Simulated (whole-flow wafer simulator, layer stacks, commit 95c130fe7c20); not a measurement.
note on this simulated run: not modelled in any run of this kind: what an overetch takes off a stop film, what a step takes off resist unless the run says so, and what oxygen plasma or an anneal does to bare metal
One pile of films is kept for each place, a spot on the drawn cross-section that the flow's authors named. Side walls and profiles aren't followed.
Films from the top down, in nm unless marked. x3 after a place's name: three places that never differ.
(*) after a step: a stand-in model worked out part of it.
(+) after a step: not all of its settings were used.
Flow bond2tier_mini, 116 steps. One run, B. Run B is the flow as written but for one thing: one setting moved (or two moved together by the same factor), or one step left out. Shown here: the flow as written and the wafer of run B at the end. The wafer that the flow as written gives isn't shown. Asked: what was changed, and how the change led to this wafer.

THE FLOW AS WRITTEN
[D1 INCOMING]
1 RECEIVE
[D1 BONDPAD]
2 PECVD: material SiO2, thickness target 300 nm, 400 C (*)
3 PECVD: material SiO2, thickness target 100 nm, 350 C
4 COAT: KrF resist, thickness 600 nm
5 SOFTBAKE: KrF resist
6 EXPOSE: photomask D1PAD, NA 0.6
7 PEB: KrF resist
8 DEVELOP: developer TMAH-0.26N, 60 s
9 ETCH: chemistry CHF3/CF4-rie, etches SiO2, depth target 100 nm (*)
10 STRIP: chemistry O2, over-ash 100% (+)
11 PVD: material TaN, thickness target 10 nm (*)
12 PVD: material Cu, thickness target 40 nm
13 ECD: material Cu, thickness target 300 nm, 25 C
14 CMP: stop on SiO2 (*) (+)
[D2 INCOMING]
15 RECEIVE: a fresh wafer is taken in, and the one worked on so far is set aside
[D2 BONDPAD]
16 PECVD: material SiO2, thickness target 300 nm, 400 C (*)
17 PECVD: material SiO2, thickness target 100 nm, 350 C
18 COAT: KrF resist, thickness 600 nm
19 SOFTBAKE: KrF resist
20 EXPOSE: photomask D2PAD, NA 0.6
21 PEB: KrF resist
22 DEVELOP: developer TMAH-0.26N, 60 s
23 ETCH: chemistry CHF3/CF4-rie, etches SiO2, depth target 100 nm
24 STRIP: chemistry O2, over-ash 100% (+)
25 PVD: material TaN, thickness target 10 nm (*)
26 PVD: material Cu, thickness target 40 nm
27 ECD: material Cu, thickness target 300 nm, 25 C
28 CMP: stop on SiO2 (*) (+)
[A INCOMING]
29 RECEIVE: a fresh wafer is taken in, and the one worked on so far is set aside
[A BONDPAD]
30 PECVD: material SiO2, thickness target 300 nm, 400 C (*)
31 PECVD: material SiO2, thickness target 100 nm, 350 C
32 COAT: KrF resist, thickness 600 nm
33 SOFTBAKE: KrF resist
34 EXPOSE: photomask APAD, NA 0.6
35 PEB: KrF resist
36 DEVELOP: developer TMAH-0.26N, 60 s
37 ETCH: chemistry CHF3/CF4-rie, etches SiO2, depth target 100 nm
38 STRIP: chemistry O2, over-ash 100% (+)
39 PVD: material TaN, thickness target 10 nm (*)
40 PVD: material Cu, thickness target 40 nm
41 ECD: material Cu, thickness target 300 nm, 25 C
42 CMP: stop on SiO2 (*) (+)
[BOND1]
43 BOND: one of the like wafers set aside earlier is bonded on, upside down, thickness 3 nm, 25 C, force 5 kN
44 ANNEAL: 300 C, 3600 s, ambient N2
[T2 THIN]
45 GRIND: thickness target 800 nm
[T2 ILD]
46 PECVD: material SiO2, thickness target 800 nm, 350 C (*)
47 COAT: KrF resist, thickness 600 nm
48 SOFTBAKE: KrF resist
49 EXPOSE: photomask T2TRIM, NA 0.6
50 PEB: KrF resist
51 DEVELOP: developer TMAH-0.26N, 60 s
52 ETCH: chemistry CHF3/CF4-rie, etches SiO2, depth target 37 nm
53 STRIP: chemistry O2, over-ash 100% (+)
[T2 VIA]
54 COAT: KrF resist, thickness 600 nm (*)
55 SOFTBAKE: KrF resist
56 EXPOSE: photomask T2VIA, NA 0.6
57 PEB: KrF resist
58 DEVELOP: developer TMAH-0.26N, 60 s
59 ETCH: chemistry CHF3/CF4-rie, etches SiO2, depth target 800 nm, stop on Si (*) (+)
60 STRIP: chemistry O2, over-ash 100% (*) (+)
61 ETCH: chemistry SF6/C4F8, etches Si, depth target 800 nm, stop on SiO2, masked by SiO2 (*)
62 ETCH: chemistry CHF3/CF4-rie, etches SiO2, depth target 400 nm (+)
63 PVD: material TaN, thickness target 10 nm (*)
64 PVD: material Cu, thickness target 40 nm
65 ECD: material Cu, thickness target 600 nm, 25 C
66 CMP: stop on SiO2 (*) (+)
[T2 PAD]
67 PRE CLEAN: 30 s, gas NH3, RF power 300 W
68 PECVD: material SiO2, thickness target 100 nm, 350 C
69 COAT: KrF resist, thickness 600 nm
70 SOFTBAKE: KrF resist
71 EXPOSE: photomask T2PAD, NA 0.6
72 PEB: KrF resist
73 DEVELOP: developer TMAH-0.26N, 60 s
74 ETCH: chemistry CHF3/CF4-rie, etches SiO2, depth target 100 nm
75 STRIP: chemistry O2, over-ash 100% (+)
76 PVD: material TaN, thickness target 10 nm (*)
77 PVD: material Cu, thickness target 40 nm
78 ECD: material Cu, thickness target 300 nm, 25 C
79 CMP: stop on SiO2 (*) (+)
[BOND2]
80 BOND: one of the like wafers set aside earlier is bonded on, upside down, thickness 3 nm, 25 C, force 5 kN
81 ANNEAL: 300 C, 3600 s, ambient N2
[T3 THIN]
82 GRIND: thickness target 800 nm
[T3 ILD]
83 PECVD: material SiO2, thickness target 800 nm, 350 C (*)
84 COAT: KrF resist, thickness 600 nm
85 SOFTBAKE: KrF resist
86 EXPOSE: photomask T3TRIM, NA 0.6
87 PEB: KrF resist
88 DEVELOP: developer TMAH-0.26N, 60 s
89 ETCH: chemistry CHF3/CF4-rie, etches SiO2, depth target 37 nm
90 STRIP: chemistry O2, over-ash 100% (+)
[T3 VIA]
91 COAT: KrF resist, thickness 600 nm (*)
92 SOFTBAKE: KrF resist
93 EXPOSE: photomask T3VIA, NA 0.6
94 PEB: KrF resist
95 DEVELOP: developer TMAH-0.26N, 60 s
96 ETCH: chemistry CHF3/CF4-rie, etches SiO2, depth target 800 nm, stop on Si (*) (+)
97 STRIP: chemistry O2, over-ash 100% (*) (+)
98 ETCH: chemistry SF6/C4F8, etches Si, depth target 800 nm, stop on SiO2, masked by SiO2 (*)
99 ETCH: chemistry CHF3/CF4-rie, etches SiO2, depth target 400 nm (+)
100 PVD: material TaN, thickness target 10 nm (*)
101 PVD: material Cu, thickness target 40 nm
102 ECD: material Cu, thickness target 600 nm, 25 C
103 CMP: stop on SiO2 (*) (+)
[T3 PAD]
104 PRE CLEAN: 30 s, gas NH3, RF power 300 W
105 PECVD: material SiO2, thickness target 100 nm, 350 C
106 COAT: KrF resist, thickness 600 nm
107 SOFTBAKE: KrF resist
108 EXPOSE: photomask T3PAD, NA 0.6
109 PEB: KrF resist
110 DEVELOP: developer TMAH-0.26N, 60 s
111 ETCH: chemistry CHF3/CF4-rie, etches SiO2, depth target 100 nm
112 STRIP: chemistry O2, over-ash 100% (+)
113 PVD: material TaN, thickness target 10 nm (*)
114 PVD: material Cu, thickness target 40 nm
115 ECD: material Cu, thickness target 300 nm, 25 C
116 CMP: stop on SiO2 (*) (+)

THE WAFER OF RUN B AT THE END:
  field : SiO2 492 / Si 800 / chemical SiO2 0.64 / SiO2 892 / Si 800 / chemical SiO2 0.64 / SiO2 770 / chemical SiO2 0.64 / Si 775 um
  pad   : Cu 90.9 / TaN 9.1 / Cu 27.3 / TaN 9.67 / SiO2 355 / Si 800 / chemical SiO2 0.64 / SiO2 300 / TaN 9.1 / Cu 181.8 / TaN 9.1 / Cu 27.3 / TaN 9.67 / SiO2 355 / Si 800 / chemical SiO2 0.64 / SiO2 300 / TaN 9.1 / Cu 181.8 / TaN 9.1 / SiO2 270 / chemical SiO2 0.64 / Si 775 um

The cause: step 31, PECVD: thickness target 70 nm was run, where the flow has thickness target 100 nm.

How the change led to this, step by step:
  31 PECVD: material SiO2, thickness target 100 nm, 350 C
      field, pad, via: SiO2 +70 (as written it would be: SiO2 +100)
